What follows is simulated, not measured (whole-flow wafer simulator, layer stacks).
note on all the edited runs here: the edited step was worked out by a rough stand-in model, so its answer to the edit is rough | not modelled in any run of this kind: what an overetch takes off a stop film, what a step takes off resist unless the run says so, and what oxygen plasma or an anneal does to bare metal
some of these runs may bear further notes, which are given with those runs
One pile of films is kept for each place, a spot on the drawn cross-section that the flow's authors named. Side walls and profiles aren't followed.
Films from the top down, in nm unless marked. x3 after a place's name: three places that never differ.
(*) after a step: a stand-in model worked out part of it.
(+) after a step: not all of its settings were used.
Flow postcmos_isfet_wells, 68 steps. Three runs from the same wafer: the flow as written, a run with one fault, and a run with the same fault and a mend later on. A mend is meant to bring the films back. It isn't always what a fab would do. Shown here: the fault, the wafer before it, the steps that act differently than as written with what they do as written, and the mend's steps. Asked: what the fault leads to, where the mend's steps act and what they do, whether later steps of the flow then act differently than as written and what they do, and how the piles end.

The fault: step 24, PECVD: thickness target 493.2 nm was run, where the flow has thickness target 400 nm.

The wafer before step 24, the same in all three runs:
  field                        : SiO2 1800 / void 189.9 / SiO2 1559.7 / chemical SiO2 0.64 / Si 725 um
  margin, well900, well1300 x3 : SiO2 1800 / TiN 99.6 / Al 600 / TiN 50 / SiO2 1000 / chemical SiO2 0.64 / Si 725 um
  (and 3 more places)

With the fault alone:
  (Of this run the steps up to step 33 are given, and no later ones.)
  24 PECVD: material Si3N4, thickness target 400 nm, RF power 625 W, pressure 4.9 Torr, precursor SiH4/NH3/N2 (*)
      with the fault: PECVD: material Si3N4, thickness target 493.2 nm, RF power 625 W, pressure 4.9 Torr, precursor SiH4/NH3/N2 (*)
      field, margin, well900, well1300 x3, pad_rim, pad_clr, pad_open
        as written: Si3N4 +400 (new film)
        with the fault: Si3N4 +493.2 (new film)
  Later steps of the flow that act differently than as written:
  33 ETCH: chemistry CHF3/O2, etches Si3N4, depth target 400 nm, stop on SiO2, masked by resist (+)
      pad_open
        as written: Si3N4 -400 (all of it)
        with the fault: Si3N4 -400
  After step 33 the piles differ from the flow's by more than 2% or 0.5 nm, whichever is larger, at field, margin, well900, well1300 x3, pad_rim, pad_clr, pad_open.
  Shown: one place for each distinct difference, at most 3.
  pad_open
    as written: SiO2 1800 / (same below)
    with the fault: Si3N4 93.2 / SiO2 1800 / (same below)
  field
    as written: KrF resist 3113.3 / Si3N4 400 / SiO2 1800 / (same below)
    with the fault: KrF resist 3113.3 / Si3N4 493.2 / SiO2 1800 / (same below)

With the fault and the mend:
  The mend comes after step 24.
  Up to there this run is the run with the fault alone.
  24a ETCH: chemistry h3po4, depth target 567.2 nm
      field, margin, well900, well1300 x3, pad_rim, pad_clr, pad_open
        Si3N4 -493.2 (all of it)
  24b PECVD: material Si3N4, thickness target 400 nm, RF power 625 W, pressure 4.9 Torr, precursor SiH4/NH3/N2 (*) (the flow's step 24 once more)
      field, margin, well900, well1300 x3, pad_rim, pad_clr, pad_open
        Si3N4 +400 (new film)
  No later step of the flow acts differently than as written at any place that is followed.
  At the end the piles are the same as the flow's at every place that both follow.
